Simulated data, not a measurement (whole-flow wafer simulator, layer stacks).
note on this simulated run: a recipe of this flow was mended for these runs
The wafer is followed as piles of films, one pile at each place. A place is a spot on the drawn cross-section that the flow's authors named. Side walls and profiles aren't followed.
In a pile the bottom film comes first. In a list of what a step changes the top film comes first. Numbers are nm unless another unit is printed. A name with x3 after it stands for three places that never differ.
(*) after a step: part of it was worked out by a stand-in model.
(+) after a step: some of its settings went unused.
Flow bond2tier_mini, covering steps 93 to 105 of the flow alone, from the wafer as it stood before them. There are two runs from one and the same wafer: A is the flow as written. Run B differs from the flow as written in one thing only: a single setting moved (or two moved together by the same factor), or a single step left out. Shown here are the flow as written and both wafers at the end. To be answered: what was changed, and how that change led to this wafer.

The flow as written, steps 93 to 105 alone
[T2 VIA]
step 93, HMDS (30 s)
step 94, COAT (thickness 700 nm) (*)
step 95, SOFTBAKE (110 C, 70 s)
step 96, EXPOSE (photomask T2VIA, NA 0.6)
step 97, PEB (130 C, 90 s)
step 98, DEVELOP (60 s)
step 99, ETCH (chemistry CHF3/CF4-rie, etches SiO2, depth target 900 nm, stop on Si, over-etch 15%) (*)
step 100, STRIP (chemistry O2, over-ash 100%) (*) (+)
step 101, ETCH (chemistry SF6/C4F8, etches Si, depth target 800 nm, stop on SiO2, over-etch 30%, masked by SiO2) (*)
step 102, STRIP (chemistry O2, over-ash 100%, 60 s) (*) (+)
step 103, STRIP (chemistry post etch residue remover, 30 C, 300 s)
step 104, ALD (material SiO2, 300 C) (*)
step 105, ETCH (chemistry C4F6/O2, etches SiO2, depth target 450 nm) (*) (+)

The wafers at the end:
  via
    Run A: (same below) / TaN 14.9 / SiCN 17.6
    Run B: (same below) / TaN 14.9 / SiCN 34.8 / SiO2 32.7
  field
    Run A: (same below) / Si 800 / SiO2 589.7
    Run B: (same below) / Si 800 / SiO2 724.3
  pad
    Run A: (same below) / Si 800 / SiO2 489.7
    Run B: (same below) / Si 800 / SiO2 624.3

The reason: step 105, ETCH: depth target 315.4 nm was run, while the flow as written has depth target 450 nm.

How this came from the change, step by step:
  step 105, ETCH (chemistry C4F6/O2, etches SiO2, depth target 450 nm) (*) (+)
      via: A SiO2 loses 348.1 (all of it), SiCN loses 17.2 | B SiO2 loses 315.4
      field, pad: A SiO2 loses 450 | B SiO2 loses 315.4
